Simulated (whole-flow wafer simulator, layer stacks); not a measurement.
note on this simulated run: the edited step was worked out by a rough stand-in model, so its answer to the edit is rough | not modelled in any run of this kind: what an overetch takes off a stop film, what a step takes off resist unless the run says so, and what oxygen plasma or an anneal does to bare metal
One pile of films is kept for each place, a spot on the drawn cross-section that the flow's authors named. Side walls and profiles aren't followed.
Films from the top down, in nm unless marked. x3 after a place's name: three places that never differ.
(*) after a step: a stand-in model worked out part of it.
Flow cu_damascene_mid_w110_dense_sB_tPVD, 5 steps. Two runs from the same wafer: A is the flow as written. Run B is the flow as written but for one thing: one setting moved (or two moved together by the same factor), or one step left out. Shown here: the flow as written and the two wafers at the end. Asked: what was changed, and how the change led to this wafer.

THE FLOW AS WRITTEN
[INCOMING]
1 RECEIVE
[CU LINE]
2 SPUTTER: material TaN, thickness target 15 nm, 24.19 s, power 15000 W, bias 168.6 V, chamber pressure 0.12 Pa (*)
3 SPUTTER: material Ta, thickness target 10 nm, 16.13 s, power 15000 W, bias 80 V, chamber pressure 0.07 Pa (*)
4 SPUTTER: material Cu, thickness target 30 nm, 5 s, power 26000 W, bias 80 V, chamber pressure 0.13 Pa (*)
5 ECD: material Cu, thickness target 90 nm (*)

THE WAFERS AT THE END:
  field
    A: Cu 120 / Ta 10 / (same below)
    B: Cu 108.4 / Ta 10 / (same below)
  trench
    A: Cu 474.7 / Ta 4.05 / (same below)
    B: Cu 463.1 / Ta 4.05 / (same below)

The cause: step 4, SPUTTER: 3.06 s was run, where the flow has 5 s.

How the change led to this, step by step:
  4 SPUTTER: material Cu, thickness target 30 nm, 5 s, power 26000 W, bias 80 V, chamber pressure 0.13 Pa (*)
      field: A Cu +30 (new film) | B Cu +18.4 (new film)
      trench: A Cu +12.5 (new film) | B Cu +7.64 (new film)
